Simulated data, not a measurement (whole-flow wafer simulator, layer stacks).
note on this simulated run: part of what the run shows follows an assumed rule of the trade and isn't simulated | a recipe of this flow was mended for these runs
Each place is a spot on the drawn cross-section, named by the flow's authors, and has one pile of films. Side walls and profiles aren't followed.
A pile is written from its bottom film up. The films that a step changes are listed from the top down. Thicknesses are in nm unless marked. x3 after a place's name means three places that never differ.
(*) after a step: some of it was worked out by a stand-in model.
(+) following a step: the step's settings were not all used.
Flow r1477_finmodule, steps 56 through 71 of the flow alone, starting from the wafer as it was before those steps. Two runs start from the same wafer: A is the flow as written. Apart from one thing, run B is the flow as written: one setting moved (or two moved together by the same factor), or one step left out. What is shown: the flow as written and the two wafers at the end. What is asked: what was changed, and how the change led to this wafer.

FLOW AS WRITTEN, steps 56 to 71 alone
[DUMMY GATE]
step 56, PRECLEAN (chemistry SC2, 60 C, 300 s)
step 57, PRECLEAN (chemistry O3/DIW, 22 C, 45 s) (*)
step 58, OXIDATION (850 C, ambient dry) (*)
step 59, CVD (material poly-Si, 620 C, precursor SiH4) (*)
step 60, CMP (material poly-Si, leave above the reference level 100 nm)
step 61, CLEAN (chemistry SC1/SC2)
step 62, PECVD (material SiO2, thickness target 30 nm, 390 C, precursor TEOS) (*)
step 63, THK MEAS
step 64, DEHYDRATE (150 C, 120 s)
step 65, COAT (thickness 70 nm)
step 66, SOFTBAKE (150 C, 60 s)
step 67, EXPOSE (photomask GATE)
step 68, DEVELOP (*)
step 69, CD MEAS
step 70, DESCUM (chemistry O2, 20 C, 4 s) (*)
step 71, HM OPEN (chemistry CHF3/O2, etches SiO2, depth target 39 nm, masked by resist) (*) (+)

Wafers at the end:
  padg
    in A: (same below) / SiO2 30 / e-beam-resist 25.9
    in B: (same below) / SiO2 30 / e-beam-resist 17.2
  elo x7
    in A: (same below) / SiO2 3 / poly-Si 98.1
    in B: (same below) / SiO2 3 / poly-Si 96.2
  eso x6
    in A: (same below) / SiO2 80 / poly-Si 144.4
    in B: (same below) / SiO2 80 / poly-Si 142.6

The reason: step 71, HM OPEN: depth target 48.1 nm was run, while the flow as written has depth target 39 nm.

The path from the change to this, step by step:
  step 71, HM OPEN (chemistry CHF3/O2, etches SiO2, depth target 39 nm, masked by resist) (*) (+)
      pad, elo x7, eso x6, e200so, s40co x3: A -30 SiO2 (all of it), -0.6 chemical SiO2 (all of it), -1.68 poly-Si | B -30 SiO2 (all of it), -0.6 chemical SiO2 (all of it), -3.5 poly-Si
      padg, elg x7, esg x6, e200sg, s40cg x3: A -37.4 e-beam-resist | B -46.1 e-beam-resist
